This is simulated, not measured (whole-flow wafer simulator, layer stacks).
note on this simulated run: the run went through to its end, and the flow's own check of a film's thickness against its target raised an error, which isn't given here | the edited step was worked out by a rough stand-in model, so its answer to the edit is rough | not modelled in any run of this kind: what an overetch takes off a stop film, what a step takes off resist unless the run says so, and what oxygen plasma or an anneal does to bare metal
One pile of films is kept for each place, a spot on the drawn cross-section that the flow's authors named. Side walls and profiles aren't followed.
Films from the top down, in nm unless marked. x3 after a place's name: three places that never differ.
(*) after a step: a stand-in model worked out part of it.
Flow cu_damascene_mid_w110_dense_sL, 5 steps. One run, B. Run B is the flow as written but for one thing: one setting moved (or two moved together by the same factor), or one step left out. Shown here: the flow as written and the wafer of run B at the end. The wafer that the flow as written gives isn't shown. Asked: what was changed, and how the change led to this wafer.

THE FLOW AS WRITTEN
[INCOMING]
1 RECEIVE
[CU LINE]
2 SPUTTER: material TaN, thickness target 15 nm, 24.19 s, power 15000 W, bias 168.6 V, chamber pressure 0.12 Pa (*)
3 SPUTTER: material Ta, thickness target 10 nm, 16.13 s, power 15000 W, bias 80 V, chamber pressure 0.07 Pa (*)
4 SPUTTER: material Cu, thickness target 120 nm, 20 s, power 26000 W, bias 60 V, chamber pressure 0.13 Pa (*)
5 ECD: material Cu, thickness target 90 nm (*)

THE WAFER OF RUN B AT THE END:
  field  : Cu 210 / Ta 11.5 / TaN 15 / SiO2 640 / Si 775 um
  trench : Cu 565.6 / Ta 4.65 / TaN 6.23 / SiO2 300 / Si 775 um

The cause: step 3, SPUTTER: thickness target 11.5 nm was run, where the flow has thickness target 10 nm; step 3, SPUTTER: 18.55 s was run, where the flow has 16.13 s.
It can be read off the wafer: field has Ta 11.5, and step 3 as written asks for 10 nm.

How the change led to this, step by step:
  3 SPUTTER: material Ta, thickness target 10 nm, 16.13 s, power 15000 W, bias 80 V, chamber pressure 0.07 Pa (*)
      field: Ta +11.5 (new film) (as written it would be: Ta +10 (new film))
      trench: Ta +4.65 (new film) (as written it would be: Ta +4.05 (new film))
